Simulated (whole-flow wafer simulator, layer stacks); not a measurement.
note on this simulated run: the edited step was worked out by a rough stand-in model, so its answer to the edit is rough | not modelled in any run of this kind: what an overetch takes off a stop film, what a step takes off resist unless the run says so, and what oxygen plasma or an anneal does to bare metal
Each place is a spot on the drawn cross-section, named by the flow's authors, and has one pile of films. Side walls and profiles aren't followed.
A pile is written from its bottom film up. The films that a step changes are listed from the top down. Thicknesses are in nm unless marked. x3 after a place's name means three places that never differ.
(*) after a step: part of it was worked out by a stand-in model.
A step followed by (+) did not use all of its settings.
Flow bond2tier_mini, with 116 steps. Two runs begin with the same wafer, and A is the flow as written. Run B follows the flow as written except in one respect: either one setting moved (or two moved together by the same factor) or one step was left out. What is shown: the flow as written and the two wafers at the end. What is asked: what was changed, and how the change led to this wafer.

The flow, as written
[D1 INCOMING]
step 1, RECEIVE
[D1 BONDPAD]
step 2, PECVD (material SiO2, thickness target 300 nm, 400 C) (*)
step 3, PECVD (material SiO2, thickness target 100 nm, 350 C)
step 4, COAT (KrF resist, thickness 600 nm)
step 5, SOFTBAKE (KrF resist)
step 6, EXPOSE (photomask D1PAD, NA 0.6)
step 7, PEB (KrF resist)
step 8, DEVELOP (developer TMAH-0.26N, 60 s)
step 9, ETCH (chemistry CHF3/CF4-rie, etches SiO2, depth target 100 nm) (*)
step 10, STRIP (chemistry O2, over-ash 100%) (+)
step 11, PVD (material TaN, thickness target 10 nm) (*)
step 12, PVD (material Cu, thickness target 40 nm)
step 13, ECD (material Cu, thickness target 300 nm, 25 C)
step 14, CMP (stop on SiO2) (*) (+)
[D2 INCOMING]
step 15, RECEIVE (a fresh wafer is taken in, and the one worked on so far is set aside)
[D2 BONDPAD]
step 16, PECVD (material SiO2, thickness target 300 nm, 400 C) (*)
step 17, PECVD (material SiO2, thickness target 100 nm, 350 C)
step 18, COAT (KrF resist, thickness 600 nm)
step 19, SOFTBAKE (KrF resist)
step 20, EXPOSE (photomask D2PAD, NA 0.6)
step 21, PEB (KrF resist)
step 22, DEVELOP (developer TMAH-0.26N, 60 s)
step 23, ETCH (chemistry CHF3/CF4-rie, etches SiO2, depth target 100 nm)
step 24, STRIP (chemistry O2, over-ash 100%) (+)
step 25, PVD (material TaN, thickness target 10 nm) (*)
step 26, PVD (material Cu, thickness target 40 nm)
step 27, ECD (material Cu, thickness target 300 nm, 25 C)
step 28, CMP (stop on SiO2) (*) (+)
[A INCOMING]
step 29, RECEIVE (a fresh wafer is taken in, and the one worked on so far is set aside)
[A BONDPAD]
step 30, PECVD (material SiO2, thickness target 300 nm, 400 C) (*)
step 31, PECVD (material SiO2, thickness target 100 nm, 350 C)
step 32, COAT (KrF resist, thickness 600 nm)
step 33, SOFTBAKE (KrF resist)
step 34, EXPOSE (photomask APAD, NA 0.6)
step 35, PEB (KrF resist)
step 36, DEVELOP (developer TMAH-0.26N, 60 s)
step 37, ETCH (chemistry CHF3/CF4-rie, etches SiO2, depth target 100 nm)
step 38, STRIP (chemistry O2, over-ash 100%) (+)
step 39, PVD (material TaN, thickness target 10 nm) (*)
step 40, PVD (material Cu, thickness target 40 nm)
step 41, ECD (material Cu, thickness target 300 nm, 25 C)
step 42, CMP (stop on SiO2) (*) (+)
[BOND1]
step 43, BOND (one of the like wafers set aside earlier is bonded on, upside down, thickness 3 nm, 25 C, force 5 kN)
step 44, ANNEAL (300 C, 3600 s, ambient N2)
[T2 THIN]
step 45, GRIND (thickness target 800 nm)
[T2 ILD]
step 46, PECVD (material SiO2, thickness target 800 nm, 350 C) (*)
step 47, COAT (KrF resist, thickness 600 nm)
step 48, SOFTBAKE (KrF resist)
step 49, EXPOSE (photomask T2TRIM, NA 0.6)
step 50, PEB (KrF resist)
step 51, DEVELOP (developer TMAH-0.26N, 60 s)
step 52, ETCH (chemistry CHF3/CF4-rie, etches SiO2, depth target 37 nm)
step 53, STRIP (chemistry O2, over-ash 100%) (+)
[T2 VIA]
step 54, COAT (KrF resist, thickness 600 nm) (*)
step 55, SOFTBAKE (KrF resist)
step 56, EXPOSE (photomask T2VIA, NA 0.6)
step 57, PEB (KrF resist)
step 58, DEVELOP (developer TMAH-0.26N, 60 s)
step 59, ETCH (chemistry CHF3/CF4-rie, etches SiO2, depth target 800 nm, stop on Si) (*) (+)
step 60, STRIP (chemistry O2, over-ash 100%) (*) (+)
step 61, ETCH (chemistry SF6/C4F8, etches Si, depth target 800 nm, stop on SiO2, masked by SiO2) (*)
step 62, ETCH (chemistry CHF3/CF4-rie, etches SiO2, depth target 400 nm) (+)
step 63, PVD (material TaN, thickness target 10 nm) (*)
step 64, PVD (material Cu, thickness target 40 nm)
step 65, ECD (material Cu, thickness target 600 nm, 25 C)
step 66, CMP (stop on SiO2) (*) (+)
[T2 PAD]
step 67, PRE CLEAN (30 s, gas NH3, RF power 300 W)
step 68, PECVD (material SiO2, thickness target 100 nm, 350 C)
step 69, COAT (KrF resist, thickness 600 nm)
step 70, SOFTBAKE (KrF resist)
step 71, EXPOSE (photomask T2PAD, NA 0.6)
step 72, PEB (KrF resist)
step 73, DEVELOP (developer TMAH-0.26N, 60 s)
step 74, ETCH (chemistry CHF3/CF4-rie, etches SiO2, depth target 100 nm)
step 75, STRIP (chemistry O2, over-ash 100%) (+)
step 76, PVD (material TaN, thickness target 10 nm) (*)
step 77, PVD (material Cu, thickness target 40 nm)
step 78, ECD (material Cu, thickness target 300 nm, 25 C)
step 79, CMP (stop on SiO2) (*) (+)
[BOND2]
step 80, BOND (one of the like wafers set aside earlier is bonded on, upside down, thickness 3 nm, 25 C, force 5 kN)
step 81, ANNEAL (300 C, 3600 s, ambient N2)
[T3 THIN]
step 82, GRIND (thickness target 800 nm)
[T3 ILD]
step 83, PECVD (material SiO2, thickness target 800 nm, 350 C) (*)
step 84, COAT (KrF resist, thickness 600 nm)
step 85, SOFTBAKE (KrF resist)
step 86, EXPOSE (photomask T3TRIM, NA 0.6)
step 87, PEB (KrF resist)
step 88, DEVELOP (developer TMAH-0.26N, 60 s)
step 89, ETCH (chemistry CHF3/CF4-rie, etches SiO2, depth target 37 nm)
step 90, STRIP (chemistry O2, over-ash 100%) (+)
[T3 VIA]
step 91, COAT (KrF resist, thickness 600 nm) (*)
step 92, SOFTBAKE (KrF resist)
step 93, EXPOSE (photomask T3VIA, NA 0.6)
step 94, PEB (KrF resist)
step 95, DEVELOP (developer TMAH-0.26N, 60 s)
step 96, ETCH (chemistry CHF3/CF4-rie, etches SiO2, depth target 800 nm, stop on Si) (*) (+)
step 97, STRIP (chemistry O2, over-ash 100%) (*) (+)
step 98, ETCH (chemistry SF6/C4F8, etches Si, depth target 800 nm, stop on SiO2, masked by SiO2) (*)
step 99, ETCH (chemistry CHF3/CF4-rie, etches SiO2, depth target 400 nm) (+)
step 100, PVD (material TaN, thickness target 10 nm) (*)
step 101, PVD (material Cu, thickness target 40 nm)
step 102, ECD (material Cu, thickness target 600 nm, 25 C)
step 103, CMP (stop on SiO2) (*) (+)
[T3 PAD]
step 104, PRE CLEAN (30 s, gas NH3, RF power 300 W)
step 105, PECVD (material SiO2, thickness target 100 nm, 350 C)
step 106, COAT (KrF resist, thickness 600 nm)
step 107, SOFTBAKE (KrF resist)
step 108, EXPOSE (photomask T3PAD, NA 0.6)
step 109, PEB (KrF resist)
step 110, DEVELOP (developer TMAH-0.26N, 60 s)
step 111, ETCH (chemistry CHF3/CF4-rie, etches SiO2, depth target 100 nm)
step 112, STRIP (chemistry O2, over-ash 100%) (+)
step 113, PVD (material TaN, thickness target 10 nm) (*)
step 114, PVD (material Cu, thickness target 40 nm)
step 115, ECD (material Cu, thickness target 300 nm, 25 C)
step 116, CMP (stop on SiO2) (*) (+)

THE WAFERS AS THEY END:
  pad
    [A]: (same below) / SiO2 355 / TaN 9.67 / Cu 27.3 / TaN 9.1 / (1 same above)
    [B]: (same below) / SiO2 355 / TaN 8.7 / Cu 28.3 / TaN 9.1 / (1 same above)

What caused this: step 100, PVD: thickness target 9 nm was run, though the flow has thickness target 10 nm.

The path from the change to this, step by step:
  step 100, PVD (material TaN, thickness target 10 nm) (*)
      field: A TaN gains 10 (new film) | B TaN gains 9 (new film)
      pad: A TaN gains 9.67 (new film) | B TaN gains 8.7 (new film)
  step 103, CMP (stop on SiO2) (*) (+)
      field: A Cu loses 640 (all of it), TaN loses 10 (all of it) | B Cu loses 640 (all of it), TaN loses 9 (all of it)
